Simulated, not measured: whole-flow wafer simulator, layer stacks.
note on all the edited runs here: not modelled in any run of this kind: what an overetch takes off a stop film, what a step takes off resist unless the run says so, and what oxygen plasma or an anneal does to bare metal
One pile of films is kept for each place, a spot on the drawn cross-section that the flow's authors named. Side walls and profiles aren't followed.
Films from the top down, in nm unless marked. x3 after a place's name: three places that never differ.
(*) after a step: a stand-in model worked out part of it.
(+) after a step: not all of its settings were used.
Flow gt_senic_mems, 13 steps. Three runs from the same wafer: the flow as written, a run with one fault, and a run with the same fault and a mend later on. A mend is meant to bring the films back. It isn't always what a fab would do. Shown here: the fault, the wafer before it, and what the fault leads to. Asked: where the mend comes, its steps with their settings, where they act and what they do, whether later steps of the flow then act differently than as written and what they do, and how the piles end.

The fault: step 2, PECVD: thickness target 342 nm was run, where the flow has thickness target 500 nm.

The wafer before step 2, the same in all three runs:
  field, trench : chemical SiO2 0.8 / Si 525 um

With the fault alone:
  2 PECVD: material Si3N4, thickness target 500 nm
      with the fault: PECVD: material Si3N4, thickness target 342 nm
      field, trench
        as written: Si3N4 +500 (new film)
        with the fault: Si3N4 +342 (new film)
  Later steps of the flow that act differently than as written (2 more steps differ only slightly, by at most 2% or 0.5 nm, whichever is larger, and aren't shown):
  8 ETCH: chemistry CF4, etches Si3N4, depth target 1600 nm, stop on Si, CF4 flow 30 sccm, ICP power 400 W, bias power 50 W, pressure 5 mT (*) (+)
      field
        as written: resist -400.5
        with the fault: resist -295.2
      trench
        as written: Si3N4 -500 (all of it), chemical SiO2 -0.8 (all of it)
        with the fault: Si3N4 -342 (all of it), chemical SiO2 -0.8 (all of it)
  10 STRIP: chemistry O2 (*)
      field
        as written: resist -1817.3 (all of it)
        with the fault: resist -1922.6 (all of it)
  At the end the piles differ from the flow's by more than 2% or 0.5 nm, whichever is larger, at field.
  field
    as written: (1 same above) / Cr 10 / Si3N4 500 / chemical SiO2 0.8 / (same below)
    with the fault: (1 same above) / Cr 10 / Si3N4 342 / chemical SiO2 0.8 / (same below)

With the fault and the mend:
  The mend comes after step 2.
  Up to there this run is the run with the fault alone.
  2a PECVD: material Si3N4, thickness target 158 nm (the flow's step 2 once more, with other settings)
      field, trench
        Si3N4 +158
  No later step of the flow acts differently than as written at any place that is followed.
  At the end the piles are the same as the flow's at every place that both follow.
